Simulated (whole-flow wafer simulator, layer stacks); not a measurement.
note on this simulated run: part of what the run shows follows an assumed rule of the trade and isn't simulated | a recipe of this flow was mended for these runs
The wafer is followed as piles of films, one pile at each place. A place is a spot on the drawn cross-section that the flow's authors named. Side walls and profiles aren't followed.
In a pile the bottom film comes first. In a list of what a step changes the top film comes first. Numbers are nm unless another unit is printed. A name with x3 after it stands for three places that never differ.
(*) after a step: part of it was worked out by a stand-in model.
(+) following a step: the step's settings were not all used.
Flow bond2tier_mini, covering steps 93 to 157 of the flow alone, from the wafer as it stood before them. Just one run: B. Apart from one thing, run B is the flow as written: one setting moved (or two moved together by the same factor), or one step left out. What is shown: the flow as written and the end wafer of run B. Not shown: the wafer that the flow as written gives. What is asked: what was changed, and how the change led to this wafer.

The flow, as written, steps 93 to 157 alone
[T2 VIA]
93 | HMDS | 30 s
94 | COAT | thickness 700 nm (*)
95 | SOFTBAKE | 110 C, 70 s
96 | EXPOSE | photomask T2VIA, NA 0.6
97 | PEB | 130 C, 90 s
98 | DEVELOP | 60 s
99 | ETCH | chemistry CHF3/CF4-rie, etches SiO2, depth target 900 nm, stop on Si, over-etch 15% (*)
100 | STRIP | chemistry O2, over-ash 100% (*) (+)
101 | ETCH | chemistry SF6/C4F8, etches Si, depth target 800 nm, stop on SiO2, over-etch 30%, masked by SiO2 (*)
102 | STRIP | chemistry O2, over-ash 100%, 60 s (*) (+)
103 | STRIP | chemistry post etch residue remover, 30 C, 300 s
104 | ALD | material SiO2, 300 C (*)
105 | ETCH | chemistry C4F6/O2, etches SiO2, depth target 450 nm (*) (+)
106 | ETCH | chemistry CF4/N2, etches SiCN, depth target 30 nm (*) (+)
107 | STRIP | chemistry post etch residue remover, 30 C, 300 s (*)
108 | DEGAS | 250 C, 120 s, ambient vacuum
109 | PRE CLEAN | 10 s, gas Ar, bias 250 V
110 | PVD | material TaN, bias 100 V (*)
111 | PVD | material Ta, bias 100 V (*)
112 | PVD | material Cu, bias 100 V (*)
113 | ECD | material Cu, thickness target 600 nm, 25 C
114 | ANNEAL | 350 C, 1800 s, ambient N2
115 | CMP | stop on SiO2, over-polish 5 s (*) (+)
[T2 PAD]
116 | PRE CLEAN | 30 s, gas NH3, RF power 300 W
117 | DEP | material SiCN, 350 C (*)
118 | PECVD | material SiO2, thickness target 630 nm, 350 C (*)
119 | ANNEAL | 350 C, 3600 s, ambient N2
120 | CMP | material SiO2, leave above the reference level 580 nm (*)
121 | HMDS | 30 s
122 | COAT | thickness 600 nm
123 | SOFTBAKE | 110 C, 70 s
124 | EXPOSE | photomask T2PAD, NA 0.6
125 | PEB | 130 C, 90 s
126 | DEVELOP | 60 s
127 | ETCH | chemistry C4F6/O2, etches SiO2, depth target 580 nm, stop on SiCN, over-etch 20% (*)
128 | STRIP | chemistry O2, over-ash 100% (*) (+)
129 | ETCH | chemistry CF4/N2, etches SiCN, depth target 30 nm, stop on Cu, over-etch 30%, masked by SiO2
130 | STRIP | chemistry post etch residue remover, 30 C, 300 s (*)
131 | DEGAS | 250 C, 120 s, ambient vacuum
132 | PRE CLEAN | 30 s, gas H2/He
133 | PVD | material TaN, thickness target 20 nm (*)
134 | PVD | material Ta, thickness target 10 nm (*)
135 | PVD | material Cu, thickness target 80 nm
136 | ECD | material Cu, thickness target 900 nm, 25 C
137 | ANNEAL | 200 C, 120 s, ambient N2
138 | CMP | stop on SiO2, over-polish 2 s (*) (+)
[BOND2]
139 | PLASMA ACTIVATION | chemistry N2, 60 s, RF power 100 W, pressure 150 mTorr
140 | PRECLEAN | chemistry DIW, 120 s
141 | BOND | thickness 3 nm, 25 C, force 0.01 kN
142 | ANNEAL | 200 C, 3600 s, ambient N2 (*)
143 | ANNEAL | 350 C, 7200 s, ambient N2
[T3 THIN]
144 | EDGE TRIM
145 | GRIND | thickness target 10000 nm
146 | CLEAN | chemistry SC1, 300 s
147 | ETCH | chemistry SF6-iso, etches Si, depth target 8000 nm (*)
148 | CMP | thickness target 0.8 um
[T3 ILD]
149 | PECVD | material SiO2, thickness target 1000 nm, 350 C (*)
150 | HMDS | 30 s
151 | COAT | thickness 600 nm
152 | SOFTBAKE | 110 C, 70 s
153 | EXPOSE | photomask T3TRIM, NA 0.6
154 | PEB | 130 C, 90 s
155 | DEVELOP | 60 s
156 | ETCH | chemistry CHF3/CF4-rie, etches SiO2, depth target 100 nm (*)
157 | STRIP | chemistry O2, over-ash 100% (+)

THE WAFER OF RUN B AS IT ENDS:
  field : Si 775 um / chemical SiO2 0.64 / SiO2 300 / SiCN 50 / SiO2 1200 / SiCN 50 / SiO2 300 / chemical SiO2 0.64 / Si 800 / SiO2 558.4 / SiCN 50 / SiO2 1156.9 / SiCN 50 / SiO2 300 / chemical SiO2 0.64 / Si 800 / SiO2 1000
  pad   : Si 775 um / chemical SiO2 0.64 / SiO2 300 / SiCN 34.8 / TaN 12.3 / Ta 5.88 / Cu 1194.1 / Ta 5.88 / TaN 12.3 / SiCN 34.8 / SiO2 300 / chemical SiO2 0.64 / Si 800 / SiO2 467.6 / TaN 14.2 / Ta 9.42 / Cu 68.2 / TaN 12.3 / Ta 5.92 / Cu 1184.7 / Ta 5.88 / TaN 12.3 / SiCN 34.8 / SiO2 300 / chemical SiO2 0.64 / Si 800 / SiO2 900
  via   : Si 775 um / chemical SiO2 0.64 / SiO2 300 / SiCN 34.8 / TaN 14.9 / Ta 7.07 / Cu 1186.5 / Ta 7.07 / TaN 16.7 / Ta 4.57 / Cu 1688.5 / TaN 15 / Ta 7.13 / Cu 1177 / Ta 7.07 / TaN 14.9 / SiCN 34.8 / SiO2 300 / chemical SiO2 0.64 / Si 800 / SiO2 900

What caused this: step 109, PRE CLEAN: 7 s was run, whereas the flow has 10 s.

The path from the change to this, step by step:
  109 | PRE CLEAN | 10 s, gas Ar, bias 250 V
      field, pad: SiO2 loses 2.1 (it would be, as written: SiO2 loses 3)
      via: TaN loses 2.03 (it would be, as written: TaN loses 3.19)
